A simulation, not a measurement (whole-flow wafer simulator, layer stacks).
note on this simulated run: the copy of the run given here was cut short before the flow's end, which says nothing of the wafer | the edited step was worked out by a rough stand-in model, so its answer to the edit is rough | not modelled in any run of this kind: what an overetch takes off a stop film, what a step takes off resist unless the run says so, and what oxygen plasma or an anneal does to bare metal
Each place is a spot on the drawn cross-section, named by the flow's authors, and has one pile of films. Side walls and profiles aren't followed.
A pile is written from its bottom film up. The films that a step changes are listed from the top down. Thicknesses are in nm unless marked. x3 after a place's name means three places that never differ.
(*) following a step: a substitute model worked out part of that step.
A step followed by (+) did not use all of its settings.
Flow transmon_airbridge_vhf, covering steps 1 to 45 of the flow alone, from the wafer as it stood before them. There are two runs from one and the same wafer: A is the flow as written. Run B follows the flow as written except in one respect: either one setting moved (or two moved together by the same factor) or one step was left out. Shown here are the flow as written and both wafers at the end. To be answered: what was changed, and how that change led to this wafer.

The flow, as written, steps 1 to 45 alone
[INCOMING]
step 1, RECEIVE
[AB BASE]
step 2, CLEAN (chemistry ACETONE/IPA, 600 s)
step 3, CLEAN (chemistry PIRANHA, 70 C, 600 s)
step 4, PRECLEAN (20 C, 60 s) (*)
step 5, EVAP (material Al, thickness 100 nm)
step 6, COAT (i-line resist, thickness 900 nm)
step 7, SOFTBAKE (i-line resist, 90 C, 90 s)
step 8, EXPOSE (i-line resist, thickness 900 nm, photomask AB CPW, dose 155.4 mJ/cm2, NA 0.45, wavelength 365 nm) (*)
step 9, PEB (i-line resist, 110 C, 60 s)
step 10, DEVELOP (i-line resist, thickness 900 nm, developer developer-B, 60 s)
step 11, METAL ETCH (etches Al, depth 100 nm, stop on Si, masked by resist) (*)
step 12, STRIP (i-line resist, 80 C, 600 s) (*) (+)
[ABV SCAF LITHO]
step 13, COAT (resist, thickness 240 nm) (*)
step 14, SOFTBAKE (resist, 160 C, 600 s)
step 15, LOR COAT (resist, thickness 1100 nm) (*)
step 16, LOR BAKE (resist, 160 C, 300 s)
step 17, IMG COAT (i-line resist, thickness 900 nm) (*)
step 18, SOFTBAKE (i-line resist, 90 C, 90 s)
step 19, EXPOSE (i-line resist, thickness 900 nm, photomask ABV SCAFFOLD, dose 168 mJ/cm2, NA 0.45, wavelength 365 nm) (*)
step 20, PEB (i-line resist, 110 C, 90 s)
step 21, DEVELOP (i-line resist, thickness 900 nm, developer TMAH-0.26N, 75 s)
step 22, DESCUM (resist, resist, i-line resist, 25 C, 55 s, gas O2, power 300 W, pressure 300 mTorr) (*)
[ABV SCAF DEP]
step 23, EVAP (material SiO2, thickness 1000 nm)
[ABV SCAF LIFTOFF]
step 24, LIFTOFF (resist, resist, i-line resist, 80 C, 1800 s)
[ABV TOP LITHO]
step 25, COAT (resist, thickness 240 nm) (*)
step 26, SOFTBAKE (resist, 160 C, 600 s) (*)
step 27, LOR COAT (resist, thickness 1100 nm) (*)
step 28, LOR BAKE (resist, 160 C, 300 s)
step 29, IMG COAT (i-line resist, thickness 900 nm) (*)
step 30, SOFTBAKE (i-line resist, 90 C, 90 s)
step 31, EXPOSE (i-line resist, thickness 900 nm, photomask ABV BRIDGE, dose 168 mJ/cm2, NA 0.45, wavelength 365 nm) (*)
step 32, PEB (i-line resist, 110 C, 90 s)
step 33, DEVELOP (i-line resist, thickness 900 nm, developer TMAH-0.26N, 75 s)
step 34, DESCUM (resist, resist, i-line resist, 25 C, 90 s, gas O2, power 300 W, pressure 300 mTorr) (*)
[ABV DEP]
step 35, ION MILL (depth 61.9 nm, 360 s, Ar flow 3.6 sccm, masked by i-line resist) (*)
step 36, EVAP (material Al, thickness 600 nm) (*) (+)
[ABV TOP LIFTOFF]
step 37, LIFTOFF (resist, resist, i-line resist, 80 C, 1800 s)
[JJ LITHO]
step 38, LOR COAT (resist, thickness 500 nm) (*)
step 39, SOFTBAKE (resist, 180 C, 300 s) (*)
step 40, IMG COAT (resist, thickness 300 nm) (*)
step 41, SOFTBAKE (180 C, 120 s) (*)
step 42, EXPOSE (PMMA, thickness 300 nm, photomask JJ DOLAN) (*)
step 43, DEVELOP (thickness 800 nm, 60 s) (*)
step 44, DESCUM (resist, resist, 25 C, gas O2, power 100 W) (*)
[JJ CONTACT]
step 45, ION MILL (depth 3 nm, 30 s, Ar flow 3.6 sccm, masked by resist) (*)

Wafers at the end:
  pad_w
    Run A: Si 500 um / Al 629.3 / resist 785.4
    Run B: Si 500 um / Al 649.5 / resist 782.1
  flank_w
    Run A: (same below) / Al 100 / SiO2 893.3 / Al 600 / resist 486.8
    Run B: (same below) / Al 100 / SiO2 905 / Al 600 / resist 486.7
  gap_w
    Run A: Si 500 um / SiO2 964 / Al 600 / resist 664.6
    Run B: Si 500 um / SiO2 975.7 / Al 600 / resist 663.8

The reason: step 35, ION MILL: 243 s was run, whereas the flow has 360 s.

Step by step, how the change led to this:
  step 35, ION MILL (depth 61.9 nm, 360 s, Ar flow 3.6 sccm, masked by i-line resist) (*)
      field x3, jj_line, ground_far, trace_open_s x2, margin_s, margin_n: A i-line resist loses 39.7 | B i-line resist loses 26.8
      flank_w, gap_w, cpw_trace, gap_e, flank_e, bridge_strip: A SiO2 loses 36 | B SiO2 loses 24.3
      (as well as at 2 more places)
  step 37, LIFTOFF (resist, resist, i-line resist, 80 C, 1800 s)
      field x3, jj_line, trace_open_s x2: A Al loses 600 (all of it), i-line resist loses 600 (all of it), resist loses 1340 (all of it) | B Al loses 600 (all of it), i-line resist loses 612.9 (all of it), resist loses 1340 (all of it)
      margin_s, margin_n: A Al loses 600 (all of it), i-line resist loses 318.3 (all of it), resist loses 992 (all of it) | B Al loses 600 (all of it), i-line resist loses 331.2 (all of it), resist loses 992 (all of it)
